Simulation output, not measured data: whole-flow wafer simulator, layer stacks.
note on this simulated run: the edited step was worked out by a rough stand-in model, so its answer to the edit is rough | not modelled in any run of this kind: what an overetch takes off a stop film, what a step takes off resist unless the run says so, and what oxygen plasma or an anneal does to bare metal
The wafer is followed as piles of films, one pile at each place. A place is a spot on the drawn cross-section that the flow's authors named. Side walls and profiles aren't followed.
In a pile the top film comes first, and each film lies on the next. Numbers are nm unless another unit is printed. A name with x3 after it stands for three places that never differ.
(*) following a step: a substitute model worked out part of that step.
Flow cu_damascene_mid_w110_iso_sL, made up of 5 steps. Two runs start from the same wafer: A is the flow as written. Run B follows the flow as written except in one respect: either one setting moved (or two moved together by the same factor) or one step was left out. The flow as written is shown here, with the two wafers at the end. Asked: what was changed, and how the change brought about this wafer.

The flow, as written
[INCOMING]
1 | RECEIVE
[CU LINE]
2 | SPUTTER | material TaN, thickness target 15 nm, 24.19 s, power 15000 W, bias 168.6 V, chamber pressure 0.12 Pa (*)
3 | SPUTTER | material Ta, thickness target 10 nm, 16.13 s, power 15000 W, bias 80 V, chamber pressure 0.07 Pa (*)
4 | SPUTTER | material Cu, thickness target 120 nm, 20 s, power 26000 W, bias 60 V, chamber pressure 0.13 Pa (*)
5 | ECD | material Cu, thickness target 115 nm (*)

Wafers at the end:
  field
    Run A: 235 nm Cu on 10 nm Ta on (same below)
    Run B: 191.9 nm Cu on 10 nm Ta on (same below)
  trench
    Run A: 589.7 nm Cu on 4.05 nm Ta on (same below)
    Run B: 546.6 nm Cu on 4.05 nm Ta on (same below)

Cause: step 5, ECD: thickness target 71.9 nm was run, while the flow as written has thickness target 115 nm.

The path from the change to this, step by step:
  5 | ECD | material Cu, thickness target 115 nm (*)
      field: A +115 Cu | B +71.9 Cu
      trench: A +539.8 Cu | B +496.7 Cu
